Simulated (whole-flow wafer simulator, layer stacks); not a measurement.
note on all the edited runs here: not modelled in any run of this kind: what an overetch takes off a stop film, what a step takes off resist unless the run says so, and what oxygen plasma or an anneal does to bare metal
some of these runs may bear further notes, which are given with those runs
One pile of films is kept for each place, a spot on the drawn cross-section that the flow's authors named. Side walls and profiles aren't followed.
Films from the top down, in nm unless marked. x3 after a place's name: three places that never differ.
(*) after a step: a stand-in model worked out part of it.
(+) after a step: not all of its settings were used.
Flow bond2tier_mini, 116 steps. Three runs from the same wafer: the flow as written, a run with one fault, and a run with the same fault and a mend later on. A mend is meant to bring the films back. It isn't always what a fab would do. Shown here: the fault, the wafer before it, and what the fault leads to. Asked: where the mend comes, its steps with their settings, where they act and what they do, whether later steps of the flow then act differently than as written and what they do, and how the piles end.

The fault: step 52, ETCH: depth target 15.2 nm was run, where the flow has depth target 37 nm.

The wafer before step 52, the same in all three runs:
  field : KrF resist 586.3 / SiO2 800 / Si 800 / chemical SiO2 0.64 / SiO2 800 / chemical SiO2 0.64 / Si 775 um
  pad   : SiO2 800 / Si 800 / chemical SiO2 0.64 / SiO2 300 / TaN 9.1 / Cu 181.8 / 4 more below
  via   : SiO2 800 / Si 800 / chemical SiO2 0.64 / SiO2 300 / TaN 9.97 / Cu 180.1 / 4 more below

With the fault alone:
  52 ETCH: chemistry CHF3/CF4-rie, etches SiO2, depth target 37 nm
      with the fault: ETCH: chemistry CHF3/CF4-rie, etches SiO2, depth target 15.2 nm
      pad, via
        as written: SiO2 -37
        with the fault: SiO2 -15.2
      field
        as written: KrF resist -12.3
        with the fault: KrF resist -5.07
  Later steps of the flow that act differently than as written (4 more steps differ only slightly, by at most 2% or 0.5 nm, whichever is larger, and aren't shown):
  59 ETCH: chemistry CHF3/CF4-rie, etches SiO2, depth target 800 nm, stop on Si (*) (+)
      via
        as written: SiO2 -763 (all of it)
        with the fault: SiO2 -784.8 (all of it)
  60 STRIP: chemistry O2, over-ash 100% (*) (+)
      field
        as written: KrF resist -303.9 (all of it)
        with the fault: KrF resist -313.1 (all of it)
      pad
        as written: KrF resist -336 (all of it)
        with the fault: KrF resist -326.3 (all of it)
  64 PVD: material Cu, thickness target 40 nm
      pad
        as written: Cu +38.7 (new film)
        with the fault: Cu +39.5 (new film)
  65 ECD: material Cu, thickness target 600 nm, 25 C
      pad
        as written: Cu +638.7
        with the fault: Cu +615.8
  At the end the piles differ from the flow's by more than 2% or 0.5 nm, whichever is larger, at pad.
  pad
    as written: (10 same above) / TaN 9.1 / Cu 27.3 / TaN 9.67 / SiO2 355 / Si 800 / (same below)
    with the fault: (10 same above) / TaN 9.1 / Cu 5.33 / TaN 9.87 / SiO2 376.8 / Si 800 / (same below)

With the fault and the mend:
  The mend comes after step 53.
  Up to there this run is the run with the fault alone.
  53a COAT: KrF resist, thickness 600 nm (*) (the flow's step 47 once more)
      field
        KrF resist +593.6 (new film)
      pad
        KrF resist +606.7 (new film)
      via
        KrF resist +605.9 (new film)
  53b SOFTBAKE: KrF resist (the flow's step 48 once more)
      changes no film at any place that is followed
  53c EXPOSE: photomask T2TRIM, NA 0.6 (the flow's step 49 once more)
      changes no film at any place that is followed
  53d PEB: KrF resist (the flow's step 50 once more)
      changes no film at any place that is followed
  53e DEVELOP: developer TMAH-0.26N, 60 s (the flow's step 51 once more)
      field
        KrF resist -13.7
      pad
        KrF resist -606.7 (all of it)
      via
        KrF resist -605.9 (all of it)
  53f ETCH: chemistry CHF3/CF4-rie, etches SiO2, depth target 21.8 nm (the flow's step 52 once more, with other settings)
      pad, via
        SiO2 -21.8
      field
        KrF resist -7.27
  53g STRIP: chemistry O2, over-ash 100% (+) (the flow's step 53 once more)
      field
        KrF resist -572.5 (all of it)
  No later step of the flow acts differently than as written at any place that is followed.
  At the end the piles are the same as the flow's at every place that both follow.
